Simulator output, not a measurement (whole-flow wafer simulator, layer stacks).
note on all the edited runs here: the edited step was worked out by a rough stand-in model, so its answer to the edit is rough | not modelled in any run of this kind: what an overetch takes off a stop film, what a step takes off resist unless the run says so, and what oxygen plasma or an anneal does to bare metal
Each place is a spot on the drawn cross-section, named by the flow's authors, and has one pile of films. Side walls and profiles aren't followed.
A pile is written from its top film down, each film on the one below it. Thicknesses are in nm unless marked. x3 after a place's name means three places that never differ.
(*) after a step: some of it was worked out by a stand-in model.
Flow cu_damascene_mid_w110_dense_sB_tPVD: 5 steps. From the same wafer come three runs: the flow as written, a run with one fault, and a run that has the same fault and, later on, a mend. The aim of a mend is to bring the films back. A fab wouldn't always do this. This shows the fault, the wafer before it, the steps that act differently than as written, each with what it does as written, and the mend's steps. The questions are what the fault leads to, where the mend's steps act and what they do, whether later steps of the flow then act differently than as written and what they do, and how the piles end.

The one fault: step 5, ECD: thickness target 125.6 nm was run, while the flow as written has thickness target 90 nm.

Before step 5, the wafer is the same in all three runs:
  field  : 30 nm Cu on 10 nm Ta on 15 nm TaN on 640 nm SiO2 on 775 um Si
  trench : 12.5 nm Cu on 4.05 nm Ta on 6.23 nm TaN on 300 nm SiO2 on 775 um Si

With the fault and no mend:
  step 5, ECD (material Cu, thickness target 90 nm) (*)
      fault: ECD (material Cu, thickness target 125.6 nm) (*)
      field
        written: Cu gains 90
        fault: Cu gains 125.6
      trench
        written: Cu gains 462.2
        fault: Cu gains 497.8
  None of the later steps of the flow acts differently than as written at any place that is followed.
  The piles end different from the flow's at field, trench by more than 2% or 0.5 nm, whichever is larger.
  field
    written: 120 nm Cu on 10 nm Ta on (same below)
    fault: 155.6 nm Cu on 10 nm Ta on (same below)
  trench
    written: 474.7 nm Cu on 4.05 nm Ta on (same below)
    fault: 510.3 nm Cu on 4.05 nm Ta on (same below)

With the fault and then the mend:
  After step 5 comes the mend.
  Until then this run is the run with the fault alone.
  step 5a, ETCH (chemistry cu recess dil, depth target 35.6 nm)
      field, trench
        Cu loses 35.6
  None of the later steps of the flow acts differently than as written at any place that is followed.
  By the end, the piles equal the flow's at every place that both follow.
